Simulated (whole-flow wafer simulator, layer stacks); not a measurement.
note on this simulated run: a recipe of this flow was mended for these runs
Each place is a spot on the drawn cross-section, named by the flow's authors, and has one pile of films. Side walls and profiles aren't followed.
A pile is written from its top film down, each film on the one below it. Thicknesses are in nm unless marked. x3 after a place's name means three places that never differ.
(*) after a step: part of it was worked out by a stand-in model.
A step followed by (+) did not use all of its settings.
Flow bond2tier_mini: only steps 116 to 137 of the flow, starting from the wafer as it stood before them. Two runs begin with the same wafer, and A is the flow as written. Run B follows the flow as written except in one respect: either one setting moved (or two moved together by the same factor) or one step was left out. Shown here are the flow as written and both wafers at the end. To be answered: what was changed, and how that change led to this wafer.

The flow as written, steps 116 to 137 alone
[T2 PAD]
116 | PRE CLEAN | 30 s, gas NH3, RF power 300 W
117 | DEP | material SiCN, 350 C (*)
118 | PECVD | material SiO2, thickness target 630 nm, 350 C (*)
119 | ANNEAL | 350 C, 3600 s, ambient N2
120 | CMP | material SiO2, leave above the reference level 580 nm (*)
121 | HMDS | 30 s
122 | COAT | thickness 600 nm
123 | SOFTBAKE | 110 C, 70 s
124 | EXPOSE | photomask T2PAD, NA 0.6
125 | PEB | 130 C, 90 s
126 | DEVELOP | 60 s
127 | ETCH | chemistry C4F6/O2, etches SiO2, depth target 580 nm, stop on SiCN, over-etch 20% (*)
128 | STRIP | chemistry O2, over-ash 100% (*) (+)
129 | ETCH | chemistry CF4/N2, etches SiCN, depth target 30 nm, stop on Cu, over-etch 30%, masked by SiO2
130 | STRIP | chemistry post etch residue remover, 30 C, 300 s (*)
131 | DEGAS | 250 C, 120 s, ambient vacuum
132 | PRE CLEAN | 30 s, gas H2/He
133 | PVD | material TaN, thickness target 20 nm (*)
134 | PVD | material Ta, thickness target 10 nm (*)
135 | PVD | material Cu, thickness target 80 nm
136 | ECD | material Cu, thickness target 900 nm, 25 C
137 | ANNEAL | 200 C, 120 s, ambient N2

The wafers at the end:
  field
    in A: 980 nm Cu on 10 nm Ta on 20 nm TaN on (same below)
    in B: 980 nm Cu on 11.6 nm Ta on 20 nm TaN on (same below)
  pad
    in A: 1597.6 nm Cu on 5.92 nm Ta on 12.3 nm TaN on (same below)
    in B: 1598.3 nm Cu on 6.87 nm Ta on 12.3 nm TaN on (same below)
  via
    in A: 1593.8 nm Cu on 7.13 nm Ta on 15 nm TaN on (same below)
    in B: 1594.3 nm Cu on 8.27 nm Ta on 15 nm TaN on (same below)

Cause: step 134, PVD: thickness target 11.6 nm was run, while the flow as written has thickness target 10 nm.
The wafer lets one read it off: field has Ta 11.6, and step 134 as written asks for 10 nm.

Step by step, how the change led to this:
  134 | PVD | material Ta, thickness target 10 nm (*)
      field: A Ta gains 10 (new film) | B Ta gains 11.6 (new film)
      pad: A Ta gains 5.92 (new film) | B Ta gains 6.87 (new film)
      (as well as at 1 more place)
